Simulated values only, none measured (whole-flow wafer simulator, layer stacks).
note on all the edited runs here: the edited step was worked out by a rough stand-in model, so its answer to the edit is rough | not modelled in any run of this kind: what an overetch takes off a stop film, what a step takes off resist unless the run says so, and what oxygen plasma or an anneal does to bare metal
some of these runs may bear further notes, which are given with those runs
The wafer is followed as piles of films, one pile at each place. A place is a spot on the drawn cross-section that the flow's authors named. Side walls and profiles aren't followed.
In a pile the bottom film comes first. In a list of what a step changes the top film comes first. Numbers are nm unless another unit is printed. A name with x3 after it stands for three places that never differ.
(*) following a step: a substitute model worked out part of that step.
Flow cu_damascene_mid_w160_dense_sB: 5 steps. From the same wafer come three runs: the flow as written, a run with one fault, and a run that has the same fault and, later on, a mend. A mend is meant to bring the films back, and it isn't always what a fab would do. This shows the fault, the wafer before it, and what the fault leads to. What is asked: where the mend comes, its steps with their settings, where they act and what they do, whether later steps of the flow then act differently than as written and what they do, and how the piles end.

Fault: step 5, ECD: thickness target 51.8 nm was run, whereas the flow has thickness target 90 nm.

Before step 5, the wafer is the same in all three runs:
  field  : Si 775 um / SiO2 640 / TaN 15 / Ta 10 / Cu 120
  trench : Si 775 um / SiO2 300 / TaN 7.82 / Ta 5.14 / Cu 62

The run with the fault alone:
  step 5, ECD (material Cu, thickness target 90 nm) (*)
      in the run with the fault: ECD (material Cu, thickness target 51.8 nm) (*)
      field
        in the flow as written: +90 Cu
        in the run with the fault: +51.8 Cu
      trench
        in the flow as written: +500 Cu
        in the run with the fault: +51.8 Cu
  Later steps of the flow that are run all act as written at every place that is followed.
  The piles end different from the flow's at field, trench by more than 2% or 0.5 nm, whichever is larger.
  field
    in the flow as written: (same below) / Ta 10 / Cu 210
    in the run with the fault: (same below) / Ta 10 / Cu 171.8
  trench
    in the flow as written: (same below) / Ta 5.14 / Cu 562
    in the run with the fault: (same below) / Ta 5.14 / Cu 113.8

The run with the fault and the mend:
  The mend follows step 5.
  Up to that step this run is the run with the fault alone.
  step 5a, ECD (material Cu, thickness target 38.2 nm) (*) (the flow's step 5, run once more with other settings)
      field
        +38.2 Cu
      trench
        +448.2 Cu
  Later steps of the flow that are run all act as written at every place that is followed.
  At every place that both follow, the piles at the end match the flow's.
